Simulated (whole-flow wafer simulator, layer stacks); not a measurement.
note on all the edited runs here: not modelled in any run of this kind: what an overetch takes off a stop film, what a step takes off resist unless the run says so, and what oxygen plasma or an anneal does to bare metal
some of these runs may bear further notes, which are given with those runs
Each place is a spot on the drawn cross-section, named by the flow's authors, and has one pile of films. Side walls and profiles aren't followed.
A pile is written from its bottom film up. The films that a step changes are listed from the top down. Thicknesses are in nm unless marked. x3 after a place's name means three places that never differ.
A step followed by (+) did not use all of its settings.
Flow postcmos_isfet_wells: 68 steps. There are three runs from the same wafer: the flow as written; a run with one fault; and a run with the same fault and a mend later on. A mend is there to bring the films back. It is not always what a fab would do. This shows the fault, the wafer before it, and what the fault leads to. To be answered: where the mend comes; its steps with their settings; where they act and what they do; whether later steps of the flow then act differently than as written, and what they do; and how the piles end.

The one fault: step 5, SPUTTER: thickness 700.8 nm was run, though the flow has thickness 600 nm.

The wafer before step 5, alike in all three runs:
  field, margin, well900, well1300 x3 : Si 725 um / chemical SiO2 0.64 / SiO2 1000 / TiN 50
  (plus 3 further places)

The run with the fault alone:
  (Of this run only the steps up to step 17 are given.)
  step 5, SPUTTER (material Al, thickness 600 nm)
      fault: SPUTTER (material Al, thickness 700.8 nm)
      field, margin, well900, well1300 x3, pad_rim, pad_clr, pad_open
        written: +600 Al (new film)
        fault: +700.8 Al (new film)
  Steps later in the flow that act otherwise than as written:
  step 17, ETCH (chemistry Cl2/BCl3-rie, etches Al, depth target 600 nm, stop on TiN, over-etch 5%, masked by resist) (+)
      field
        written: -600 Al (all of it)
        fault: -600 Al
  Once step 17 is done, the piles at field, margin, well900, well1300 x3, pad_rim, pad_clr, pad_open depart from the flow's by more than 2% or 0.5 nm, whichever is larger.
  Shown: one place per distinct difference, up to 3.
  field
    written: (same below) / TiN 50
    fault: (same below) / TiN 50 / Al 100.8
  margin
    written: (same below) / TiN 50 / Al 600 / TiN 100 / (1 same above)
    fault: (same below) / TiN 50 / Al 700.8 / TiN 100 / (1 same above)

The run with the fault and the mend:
  After step 5 comes the mend.
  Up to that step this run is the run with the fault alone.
  step 5a, ETCH (chemistry al pan, depth target 100.8 nm)
      field, margin, well900, well1300 x3, pad_rim, pad_clr, pad_open
        -100.8 Al
  Later steps of the flow that are run all act as written at every place that is followed.
  The piles end the same as the flow's at every place that both follow.
